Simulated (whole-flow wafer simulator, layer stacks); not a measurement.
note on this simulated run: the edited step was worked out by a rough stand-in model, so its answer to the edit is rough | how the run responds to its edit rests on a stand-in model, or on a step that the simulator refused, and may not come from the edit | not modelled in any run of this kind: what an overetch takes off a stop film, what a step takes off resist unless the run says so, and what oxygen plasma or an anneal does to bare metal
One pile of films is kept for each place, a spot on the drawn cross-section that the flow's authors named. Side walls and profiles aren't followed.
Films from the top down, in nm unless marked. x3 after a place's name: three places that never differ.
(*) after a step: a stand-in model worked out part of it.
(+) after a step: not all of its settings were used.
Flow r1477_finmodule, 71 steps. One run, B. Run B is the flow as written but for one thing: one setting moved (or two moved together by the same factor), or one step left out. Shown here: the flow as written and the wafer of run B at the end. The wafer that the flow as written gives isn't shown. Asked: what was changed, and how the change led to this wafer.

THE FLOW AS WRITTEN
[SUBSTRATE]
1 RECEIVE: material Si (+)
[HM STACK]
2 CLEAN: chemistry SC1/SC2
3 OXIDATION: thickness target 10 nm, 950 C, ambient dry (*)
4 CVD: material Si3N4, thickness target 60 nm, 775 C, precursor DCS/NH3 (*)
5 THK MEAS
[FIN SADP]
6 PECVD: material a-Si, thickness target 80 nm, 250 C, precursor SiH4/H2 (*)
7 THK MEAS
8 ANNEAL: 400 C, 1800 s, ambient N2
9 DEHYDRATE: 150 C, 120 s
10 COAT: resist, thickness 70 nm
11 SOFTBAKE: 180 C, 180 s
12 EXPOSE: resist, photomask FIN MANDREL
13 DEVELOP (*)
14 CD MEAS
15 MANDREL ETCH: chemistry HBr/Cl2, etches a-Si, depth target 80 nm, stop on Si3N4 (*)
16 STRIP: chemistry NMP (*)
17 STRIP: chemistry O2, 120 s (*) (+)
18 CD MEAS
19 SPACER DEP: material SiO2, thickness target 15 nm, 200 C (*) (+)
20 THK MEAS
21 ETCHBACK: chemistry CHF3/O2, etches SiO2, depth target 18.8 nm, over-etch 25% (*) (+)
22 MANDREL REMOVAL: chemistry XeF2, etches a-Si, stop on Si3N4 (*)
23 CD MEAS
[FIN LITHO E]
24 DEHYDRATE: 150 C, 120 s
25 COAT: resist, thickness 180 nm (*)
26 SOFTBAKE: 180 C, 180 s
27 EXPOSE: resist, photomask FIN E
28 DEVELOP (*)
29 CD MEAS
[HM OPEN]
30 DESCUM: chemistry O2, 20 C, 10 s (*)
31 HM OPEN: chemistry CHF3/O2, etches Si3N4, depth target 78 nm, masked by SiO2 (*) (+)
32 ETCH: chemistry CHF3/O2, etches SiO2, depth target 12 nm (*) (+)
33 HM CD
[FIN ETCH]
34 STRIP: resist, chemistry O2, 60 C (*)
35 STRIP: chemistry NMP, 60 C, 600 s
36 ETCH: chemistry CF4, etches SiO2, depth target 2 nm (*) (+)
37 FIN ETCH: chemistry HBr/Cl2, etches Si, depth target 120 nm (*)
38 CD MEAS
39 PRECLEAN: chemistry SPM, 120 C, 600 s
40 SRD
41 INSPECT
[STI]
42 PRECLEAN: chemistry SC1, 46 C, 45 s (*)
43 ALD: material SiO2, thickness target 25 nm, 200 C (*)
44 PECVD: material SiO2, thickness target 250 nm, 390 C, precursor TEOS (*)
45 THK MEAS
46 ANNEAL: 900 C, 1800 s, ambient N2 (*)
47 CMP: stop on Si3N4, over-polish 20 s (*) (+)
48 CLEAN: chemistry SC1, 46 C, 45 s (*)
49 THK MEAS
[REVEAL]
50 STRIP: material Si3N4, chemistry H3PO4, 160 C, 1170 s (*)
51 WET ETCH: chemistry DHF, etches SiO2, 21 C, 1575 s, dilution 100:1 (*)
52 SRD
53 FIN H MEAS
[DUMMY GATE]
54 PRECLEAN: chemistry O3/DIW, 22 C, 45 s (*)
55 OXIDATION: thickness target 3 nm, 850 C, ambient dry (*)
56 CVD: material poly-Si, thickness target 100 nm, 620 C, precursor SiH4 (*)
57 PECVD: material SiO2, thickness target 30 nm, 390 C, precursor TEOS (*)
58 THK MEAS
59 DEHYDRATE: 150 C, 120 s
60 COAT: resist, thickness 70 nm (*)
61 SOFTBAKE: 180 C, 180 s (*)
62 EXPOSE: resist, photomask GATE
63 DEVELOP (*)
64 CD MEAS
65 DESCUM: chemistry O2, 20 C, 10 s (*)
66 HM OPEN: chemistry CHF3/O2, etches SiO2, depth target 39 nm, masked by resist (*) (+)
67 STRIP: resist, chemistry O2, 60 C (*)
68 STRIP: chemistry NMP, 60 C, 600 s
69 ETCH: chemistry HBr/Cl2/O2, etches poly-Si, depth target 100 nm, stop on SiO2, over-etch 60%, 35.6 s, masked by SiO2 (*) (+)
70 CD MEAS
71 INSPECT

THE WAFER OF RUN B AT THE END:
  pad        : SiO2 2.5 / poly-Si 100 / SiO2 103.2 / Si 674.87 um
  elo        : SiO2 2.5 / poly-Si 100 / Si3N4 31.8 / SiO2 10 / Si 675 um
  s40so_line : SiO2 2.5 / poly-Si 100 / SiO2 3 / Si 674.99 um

The cause: step 57, PECVD: thickness target 46.8 nm was run, where the flow has thickness target 30 nm.

How the change led to this, step by step:
  57 PECVD: material SiO2, thickness target 30 nm, 390 C, precursor TEOS (*)
      pad, padg, elg and 33 more: SiO2 +46.8 (new film) (as written it would be: SiO2 +30 (new film))
  66 HM OPEN: chemistry CHF3/O2, etches SiO2, depth target 39 nm, masked by resist (*) (+)
      pad, elo, eso and 15 more: SiO2 -39 (as written it would be: SiO2 -30 (all of it), poly-Si -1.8)
  67 STRIP: resist, chemistry O2, 60 C (*)
      pad, elo, eso and 15 more: nothing (as written it would be: chemical SiO2 +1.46 (new film), poly-Si -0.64)
  69 ETCH: chemistry HBr/Cl2/O2, etches poly-Si, depth target 100 nm, stop on SiO2, over-etch 60%, 35.6 s, masked by SiO2 (*) (+)
      pad, eso, e40so and 8 more: SiO2 -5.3 (as written it would be: chemical SiO2 -1.46 (all of it), poly-Si -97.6 (all of it), SiO2 -0.42)
      elo, e40lo, e100lo, e200lo: SiO2 -5.3 (as written it would be: chemical SiO2 -1.46 (all of it), poly-Si -97.6 (all of it), Si3N4 -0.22)
      (and at 3 more places)
